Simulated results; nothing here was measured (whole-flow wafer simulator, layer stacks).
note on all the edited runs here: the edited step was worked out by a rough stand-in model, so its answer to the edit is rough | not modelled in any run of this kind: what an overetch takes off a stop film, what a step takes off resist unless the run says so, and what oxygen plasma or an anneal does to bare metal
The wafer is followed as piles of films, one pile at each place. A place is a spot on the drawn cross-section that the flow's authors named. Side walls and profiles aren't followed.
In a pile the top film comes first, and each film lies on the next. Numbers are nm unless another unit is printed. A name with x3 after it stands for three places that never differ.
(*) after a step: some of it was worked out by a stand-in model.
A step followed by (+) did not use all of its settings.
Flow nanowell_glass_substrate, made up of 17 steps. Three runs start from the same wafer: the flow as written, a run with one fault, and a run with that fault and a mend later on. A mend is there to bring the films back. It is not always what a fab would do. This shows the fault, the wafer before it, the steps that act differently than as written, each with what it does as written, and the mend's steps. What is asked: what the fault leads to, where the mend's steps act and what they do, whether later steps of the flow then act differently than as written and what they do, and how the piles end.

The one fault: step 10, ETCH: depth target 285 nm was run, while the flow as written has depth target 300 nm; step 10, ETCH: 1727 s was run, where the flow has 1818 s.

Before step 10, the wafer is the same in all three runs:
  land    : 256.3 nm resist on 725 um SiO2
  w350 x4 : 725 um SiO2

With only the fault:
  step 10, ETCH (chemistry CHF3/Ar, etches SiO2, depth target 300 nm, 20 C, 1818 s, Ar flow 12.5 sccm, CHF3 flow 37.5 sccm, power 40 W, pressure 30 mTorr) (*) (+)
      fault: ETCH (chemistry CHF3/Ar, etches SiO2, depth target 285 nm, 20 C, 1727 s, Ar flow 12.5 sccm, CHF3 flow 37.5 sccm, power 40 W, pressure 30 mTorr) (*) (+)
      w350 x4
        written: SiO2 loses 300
        fault: SiO2 loses 285
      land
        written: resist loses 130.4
        fault: resist loses 123.9
  Steps later in the flow that act otherwise than as written:
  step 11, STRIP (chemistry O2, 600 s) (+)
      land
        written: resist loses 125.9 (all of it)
        fault: resist loses 132.4 (all of it)
  At the end the piles are close to the flow's at the places that both follow, differing by at most 2% or 0.5 nm, whichever is larger.

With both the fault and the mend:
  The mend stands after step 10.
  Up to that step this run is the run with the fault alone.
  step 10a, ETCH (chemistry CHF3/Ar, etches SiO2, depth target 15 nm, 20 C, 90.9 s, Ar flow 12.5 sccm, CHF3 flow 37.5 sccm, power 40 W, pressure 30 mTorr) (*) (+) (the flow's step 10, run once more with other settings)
      w350 x4
        SiO2 loses 15
      land
        resist loses 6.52
  Every later step of the flow that is run acts as written at every place that is followed.
  By the end, the piles equal the flow's at every place that both follow.
